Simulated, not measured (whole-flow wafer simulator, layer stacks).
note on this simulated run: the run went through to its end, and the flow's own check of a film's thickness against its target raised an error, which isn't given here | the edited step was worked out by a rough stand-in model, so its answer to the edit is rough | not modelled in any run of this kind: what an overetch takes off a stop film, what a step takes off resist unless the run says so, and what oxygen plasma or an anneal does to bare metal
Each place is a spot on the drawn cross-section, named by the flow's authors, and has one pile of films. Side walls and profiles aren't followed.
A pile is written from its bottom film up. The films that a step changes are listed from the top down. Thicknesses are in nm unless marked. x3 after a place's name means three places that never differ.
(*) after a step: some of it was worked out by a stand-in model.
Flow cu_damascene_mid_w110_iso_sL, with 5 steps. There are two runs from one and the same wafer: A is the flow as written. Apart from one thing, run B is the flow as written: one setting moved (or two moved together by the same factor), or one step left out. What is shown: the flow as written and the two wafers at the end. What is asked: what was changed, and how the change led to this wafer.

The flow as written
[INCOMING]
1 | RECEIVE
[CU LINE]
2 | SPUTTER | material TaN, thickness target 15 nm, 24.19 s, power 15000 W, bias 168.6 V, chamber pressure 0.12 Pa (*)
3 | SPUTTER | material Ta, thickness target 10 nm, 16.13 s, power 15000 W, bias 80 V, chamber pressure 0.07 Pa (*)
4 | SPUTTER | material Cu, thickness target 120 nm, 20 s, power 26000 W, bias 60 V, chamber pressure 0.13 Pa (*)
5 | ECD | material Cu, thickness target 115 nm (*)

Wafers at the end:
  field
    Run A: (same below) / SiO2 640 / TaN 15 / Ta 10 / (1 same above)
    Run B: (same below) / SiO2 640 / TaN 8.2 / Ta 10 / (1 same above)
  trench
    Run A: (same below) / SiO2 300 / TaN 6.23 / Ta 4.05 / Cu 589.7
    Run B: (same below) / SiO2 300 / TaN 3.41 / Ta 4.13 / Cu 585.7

What caused this: step 2, SPUTTER: thickness target 8.2 nm was run, whereas the flow has thickness target 15 nm; step 2, SPUTTER: 13.3 s was run, where the flow has 24.19 s.
One can read it off the wafer: field has TaN 8.2, and step 2 as written asks for 15 nm.

How this came from the change, step by step:
  2 | SPUTTER | material TaN, thickness target 15 nm, 24.19 s, power 15000 W, bias 168.6 V, chamber pressure 0.12 Pa (*)
      field: A TaN gains 15 (new film) | B TaN gains 8.2 (new film)
      trench: A TaN gains 6.23 (new film) | B TaN gains 3.41 (new film)
  4 | SPUTTER | material Cu, thickness target 120 nm, 20 s, power 26000 W, bias 60 V, chamber pressure 0.13 Pa (*)
      trench: A Cu gains 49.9 (new film) | B Cu gains 51.1 (new film)
